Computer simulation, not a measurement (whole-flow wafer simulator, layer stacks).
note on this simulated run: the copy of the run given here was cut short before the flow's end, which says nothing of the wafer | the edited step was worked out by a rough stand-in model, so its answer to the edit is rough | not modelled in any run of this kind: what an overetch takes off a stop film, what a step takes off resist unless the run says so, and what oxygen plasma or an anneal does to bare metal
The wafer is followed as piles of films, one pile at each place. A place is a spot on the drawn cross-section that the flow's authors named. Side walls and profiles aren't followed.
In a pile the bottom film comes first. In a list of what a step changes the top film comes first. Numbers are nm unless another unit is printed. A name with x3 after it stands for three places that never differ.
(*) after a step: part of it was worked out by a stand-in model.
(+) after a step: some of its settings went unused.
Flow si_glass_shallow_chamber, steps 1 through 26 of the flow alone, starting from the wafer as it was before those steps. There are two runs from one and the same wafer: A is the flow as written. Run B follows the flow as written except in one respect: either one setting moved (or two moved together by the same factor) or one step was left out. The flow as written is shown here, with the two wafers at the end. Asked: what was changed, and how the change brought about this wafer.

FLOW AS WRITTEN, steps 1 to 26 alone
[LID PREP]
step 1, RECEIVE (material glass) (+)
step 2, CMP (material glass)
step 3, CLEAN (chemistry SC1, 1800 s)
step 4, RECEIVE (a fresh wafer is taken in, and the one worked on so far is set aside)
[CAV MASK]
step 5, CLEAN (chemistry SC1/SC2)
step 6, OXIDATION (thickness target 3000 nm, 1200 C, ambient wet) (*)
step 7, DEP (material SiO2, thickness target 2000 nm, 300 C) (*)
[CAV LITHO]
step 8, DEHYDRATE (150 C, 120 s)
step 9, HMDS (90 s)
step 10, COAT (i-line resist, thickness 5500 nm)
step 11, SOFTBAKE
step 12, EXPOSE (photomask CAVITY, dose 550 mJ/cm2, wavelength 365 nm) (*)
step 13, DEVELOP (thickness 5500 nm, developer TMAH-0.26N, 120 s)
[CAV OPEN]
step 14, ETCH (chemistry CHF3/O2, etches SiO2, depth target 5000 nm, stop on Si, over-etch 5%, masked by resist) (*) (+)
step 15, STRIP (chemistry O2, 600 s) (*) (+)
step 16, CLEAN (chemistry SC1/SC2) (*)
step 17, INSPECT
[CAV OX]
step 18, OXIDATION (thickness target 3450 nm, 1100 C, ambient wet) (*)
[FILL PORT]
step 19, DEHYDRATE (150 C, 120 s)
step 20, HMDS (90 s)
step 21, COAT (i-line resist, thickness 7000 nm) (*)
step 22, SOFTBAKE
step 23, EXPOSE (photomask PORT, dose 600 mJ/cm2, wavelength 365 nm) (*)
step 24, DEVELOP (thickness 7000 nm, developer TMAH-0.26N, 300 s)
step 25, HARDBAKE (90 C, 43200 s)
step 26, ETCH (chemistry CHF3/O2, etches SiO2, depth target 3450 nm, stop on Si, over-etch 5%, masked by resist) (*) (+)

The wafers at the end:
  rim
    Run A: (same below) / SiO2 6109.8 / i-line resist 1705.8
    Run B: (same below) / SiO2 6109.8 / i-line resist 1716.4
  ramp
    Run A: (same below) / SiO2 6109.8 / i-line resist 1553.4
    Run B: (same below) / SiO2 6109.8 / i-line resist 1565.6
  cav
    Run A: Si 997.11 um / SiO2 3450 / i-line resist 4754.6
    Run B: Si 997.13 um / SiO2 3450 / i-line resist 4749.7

Cause: step 14, ETCH: over-etch 2.87% was run, though the flow has over-etch 5%.

Step by step, how the change led to this:
  step 14, ETCH (chemistry CHF3/O2, etches SiO2, depth target 5000 nm, stop on Si, over-etch 5%, masked by resist) (*) (+)
      rim, ramp, septum, ring: A i-line resist loses 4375 | B i-line resist loses 4286.2
      cav, port: A SiO2 loses 5000 (all of it), Si loses 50 | B SiO2 loses 5000 (all of it), Si loses 28.7
  step 15, STRIP (chemistry O2, 600 s) (*) (+)
      rim, ramp, septum, ring: A i-line resist loses 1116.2 (all of it) | B i-line resist loses 1204.9 (all of it)
